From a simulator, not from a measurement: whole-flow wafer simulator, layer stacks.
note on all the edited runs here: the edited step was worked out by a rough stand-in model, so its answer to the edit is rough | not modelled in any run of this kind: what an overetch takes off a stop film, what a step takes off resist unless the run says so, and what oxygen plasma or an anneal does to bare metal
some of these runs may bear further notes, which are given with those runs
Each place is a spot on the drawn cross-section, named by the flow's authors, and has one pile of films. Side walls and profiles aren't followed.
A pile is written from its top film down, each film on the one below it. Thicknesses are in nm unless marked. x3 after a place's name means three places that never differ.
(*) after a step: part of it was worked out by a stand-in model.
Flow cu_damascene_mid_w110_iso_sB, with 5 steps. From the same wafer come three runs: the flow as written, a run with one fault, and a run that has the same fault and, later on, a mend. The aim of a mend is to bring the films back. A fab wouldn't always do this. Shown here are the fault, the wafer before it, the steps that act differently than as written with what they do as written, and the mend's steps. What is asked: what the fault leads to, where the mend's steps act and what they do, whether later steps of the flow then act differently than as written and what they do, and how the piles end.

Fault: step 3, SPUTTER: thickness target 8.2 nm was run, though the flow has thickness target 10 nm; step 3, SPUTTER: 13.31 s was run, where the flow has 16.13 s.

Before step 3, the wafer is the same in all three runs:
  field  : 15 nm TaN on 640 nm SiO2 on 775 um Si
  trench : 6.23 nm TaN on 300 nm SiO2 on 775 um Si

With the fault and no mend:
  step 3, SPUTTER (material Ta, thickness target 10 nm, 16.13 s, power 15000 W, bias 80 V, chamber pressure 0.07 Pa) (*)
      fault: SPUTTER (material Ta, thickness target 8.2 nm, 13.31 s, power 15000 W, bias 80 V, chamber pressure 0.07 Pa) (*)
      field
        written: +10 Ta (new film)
        fault: +8.2 Ta (new film)
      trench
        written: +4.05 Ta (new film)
        fault: +3.32 Ta (new film)
  Every later step of the flow that is run acts as written, at every place that is followed, to within 2% or 0.5 nm, whichever is larger.
  By the end, the piles at field, trench depart from the flow's by more than 2% or 0.5 nm, whichever is larger.
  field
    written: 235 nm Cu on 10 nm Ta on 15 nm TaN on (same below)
    fault: 235 nm Cu on 8.2 nm Ta on 15 nm TaN on (same below)
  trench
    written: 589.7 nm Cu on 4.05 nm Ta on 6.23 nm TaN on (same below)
    fault: 588.7 nm Cu on 3.32 nm Ta on 6.23 nm TaN on (same below)

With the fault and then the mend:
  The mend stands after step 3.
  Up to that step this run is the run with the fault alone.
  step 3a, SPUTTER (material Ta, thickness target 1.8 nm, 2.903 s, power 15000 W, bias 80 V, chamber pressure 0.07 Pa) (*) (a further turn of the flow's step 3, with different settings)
      field
        +1.8 Ta
      trench
        +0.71 Ta
  Every later step of the flow that is run acts as written at every place that is followed.
  When the end is reached, the piles differ only a little from the flow's at the places that both follow, at most by 2% or 0.5 nm, whichever is larger.
